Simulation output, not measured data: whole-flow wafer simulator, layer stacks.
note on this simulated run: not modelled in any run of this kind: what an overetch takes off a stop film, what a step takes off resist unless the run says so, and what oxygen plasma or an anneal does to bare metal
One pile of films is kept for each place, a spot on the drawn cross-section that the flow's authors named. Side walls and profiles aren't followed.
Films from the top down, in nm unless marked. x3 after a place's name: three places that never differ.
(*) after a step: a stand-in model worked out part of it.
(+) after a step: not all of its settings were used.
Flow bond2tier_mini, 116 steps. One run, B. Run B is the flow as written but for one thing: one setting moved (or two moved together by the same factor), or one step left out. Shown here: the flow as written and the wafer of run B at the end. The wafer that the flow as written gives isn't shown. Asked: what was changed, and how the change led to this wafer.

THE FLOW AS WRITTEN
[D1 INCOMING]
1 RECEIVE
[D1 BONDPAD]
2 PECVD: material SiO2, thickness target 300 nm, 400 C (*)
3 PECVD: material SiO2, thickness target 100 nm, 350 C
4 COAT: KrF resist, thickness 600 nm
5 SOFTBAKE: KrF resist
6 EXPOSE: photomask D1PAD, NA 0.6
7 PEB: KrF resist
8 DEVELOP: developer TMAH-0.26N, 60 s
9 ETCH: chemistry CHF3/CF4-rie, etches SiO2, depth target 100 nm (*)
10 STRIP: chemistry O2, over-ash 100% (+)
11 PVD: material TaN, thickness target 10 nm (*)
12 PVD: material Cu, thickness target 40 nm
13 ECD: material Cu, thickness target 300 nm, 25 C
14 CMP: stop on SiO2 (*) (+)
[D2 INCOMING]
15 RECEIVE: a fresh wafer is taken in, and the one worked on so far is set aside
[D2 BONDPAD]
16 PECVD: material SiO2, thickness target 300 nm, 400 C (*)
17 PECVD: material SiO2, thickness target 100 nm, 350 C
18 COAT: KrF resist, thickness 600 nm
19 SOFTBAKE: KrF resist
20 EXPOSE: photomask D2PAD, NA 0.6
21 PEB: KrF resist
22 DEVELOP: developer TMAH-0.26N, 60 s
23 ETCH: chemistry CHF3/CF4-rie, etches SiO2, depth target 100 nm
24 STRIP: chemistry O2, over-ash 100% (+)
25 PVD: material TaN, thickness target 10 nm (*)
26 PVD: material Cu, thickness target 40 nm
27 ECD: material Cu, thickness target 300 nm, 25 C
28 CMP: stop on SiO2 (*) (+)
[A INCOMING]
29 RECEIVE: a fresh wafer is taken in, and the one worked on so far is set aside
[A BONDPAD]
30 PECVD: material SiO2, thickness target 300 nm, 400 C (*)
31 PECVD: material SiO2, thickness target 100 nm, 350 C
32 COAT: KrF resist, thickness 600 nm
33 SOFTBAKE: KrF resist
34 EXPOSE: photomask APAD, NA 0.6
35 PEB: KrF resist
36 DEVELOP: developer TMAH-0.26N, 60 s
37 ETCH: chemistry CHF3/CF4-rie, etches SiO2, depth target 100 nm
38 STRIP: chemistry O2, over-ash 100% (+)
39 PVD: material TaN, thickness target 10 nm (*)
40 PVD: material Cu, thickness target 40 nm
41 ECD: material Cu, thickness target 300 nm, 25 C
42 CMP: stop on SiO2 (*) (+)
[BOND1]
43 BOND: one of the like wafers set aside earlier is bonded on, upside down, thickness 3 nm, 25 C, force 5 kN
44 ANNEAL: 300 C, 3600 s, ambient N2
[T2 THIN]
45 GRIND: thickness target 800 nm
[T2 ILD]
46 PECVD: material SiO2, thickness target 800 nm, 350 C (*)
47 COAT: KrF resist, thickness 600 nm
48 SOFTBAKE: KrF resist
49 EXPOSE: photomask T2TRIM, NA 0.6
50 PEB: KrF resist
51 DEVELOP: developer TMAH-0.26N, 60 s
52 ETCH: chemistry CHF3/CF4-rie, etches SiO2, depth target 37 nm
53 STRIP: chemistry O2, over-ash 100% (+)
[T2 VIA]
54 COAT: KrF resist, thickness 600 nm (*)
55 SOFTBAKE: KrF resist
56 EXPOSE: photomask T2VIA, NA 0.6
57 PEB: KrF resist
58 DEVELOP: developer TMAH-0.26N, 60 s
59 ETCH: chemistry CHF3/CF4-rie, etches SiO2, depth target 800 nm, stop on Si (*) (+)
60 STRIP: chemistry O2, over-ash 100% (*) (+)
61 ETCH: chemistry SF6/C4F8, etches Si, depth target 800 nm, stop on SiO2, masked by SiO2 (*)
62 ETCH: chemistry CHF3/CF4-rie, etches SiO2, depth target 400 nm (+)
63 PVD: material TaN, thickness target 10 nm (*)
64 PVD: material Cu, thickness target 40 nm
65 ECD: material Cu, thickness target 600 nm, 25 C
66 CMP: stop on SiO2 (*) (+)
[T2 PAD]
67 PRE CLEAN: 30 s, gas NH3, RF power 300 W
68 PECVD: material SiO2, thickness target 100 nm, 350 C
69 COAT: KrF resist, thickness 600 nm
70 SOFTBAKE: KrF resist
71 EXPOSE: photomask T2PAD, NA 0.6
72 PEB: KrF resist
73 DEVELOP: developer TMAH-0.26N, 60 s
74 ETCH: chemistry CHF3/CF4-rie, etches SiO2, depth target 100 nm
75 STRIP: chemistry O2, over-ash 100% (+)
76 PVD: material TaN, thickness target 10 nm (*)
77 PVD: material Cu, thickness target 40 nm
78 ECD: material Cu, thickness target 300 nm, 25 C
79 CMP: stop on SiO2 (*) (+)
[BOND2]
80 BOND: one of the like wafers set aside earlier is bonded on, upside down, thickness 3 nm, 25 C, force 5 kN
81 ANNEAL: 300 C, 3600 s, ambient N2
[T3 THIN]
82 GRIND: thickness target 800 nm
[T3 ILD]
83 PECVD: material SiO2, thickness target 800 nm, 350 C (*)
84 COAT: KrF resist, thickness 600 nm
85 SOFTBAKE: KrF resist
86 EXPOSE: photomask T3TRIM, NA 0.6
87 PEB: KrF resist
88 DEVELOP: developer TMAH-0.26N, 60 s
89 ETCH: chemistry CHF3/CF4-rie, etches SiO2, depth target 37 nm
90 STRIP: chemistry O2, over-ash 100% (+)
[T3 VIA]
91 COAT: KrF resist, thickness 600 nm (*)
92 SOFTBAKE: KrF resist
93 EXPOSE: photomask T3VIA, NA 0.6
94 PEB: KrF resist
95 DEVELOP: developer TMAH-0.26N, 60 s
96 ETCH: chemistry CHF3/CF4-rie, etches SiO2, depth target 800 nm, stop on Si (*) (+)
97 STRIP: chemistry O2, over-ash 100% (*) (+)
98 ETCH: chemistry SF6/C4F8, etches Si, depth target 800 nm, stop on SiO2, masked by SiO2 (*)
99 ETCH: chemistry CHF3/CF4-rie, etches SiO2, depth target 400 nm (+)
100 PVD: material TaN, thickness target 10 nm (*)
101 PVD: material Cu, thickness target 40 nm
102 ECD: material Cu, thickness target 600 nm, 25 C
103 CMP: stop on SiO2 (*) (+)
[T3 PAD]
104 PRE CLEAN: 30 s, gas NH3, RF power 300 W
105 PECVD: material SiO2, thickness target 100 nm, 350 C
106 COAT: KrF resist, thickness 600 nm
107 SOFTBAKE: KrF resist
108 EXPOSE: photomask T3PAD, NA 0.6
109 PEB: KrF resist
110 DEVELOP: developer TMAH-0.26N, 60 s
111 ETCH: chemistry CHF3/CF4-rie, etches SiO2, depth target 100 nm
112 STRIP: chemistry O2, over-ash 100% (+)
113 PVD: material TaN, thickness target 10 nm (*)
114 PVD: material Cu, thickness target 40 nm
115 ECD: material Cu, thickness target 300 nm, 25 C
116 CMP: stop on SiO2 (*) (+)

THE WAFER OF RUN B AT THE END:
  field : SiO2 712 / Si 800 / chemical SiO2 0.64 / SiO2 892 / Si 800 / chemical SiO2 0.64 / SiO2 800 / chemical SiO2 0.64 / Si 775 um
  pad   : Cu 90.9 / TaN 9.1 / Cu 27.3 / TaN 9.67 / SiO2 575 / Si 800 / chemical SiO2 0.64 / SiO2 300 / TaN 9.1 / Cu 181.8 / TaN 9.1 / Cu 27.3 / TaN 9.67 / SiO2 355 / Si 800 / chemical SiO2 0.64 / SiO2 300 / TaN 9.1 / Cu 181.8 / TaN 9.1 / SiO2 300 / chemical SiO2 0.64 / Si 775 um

The cause: step 99, ETCH: depth target 180 nm was run, where the flow has depth target 400 nm.

How the change led to this, step by step:
  99 ETCH: chemistry CHF3/CF4-rie, etches SiO2, depth target 400 nm (+)
      field, pad: SiO2 -180 (as written it would be: SiO2 -400)
